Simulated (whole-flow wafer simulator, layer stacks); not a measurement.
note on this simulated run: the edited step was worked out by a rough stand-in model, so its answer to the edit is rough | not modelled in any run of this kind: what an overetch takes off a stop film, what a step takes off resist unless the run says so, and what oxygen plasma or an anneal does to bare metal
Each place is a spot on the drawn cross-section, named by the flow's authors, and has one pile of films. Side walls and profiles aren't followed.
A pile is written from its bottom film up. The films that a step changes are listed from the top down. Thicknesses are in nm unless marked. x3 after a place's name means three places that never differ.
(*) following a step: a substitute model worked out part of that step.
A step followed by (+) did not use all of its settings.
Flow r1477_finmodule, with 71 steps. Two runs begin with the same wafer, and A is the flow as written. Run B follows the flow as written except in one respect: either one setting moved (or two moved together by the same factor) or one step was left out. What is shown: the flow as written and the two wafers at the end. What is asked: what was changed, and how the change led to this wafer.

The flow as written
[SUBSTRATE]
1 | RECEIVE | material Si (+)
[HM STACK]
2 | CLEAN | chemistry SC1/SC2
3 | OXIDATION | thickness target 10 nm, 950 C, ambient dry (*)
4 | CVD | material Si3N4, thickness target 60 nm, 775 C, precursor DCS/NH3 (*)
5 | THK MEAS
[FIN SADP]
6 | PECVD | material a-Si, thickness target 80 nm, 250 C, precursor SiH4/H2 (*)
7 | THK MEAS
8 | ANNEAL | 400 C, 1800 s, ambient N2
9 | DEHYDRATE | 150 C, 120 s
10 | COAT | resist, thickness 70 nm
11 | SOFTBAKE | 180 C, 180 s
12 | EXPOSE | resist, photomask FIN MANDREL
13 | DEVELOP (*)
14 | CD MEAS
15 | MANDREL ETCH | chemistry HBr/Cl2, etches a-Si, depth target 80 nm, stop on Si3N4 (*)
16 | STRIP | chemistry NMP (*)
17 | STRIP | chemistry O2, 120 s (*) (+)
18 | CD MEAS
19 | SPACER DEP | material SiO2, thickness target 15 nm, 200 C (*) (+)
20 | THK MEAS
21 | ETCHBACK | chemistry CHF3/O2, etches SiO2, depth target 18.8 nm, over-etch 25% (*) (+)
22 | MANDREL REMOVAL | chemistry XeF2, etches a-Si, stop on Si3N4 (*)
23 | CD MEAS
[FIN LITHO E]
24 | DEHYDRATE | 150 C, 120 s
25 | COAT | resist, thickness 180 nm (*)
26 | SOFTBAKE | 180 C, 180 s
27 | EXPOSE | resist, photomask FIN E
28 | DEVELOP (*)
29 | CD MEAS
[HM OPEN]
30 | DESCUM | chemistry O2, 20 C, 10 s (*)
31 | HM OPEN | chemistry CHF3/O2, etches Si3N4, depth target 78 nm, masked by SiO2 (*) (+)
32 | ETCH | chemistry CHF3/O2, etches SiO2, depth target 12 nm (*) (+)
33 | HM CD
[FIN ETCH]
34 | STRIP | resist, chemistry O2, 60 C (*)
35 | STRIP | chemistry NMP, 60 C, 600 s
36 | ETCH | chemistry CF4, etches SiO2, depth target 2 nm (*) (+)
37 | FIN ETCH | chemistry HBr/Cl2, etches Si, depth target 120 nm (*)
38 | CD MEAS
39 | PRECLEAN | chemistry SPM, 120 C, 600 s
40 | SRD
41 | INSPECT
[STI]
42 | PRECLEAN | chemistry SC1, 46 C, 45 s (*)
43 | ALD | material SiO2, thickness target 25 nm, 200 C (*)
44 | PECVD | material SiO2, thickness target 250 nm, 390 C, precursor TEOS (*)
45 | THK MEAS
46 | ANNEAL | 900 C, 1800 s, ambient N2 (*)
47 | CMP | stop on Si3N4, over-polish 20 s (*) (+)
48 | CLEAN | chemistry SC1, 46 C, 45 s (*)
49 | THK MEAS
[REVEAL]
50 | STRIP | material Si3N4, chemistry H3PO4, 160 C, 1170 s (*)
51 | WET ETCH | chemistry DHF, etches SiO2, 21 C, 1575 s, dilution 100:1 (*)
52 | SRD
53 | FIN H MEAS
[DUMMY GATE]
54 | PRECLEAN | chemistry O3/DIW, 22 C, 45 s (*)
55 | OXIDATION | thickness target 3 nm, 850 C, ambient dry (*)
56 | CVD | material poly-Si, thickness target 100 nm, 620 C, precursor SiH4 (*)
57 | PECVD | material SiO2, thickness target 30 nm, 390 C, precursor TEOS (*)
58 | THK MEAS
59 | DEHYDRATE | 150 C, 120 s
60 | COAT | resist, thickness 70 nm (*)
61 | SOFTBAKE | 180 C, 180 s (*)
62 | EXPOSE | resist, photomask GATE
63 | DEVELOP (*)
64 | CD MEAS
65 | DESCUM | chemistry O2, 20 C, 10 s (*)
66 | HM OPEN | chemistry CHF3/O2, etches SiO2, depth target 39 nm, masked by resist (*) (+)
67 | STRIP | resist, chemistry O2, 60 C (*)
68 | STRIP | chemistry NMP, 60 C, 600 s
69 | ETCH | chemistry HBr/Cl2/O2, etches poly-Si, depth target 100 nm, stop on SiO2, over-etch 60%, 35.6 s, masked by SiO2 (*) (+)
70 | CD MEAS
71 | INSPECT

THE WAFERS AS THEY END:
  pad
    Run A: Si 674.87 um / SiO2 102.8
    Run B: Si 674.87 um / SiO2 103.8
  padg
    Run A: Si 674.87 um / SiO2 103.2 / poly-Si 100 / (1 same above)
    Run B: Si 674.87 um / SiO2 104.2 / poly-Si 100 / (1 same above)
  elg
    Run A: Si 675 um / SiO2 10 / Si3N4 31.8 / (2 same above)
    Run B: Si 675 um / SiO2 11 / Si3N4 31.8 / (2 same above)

What caused this: step 3, OXIDATION: thickness target 11 nm was run, whereas the flow has thickness target 10 nm.
The wafer itself shows it: elg has SiO2 11, and step 3 as written asks for 10 nm.

The path from the change to this, step by step:
  3 | OXIDATION | thickness target 10 nm, 950 C, ambient dry (*)
      pad, padg, elg and 33 more: A SiO2 gains 10 (new film), chemical SiO2 loses 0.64 (all of it), Si loses 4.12 | B SiO2 gains 11 (new film), chemical SiO2 loses 0.64 (all of it), Si loses 4.56
  31 | HM OPEN | chemistry CHF3/O2, etches Si3N4, depth target 78 nm, masked by SiO2 (*) (+)
      pad, padg, esg and 13 more: A Si3N4 loses 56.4 (all of it), SiO2 loses 10 (all of it) | B Si3N4 loses 56.4 (all of it), SiO2 loses 11 (all of it)
  32 | ETCH | chemistry CHF3/O2, etches SiO2, depth target 12 nm (*) (+)
      s40cg, s45cg, s50cg, s40co, s45co, s50co: A SiO2 loses 1 (all of it), Si loses 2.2 | B SiO2 loses 2 (all of it), Si loses 2
  51 | WET ETCH | chemistry DHF, etches SiO2, 21 C, 1575 s, dilution 100:1 (*)
      s40sg_line, s45sg_line, s50sg_line, s40so_line, s45so_line, s50so_line: A SiO2 loses 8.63 (all of it) | B SiO2 loses 9.63 (all of it)
  67 | STRIP | resist, chemistry O2, 60 C (*)
      s40sg: A resist loses 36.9 (all of it) | B resist loses 36 (all of it)
      s45sg: A resist loses 36.9 (all of it) | B resist loses 35.9 (all of it)
      (and at 1 other place as well)
